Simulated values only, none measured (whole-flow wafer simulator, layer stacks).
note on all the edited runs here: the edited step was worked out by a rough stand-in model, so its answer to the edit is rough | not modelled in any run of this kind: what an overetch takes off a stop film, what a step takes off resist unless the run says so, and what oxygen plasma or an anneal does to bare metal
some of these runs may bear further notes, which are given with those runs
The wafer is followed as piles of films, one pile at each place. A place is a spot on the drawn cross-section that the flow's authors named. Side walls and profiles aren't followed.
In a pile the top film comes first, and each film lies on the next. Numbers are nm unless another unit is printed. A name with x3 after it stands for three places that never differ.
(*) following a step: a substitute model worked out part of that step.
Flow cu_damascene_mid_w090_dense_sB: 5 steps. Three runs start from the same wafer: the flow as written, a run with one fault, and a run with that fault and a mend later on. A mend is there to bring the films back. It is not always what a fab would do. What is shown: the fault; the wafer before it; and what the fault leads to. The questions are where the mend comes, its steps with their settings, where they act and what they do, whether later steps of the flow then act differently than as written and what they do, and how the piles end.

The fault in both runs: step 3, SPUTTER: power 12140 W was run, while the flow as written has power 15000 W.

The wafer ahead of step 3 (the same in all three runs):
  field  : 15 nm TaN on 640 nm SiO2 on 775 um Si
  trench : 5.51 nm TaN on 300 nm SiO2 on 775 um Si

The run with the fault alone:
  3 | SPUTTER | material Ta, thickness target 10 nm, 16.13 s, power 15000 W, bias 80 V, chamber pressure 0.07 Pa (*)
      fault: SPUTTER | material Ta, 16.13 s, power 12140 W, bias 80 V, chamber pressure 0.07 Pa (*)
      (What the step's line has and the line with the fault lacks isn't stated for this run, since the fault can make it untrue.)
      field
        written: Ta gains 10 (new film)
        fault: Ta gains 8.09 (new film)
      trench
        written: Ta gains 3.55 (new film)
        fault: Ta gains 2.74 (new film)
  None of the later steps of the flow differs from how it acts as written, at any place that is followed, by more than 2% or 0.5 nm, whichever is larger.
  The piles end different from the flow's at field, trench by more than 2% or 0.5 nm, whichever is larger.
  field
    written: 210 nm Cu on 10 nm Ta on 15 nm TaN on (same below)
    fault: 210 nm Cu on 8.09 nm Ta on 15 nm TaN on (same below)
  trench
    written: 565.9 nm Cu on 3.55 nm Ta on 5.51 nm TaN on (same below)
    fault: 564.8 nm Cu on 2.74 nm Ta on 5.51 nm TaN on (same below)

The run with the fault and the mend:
  The mend stands after step 3.
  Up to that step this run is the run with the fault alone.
  3a | SPUTTER | material Ta, thickness target 1.948 nm, 3.143 s, power 15000 W, bias 80 V, chamber pressure 0.07 Pa (*) (a further turn of the flow's step 3, with different settings)
      field
        Ta gains 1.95
      trench
        Ta gains 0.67
  None of the later steps of the flow differs from how it acts as written, at any place that is followed, by more than 2% or 0.5 nm, whichever is larger.
  When the end is reached, the piles differ only a little from the flow's at the places that both follow, at most by 2% or 0.5 nm, whichever is larger.
